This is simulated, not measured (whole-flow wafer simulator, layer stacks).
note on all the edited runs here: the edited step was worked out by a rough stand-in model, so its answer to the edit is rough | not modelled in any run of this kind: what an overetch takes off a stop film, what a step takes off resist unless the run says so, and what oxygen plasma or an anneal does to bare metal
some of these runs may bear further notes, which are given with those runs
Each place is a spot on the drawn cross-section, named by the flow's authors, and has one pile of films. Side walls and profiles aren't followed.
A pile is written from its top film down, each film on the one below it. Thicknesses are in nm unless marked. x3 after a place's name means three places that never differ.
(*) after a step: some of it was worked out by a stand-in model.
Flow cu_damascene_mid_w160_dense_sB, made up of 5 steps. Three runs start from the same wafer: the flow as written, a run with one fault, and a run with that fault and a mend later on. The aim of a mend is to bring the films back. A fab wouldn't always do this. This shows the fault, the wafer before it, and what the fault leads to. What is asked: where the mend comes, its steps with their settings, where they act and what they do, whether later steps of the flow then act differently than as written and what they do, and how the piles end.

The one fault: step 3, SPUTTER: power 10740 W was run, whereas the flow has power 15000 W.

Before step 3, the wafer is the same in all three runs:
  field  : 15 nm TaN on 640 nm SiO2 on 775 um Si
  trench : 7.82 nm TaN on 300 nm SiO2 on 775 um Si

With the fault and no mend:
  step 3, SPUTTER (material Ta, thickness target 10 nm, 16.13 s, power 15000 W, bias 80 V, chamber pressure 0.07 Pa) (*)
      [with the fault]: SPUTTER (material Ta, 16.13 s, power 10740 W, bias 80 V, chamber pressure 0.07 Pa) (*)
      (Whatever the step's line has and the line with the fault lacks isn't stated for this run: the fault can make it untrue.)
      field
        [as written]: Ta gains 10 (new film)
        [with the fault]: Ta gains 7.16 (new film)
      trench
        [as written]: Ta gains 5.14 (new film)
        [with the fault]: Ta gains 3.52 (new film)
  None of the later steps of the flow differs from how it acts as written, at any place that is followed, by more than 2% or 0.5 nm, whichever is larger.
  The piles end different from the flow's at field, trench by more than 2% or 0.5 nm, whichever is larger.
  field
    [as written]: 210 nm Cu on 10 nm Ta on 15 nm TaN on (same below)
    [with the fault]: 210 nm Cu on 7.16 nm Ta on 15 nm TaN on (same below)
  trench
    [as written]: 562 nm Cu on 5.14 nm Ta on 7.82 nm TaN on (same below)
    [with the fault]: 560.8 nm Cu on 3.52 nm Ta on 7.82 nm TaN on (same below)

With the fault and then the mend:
  The mend follows step 3.
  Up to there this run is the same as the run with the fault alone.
  step 3a, SPUTTER (material Ta, thickness target 2.9 nm, 4.682 s, power 15000 W, bias 80 V, chamber pressure 0.07 Pa) (*) (the flow's step 3, run once more with other settings)
      field
        Ta gains 2.9
      trench
        Ta gains 1.46
  None of the later steps of the flow differs from how it acts as written, at any place that is followed, by more than 2% or 0.5 nm, whichever is larger.
  The piles end only slightly different from the flow's at the places that both follow, by no more than 2% or 0.5 nm, whichever is larger.
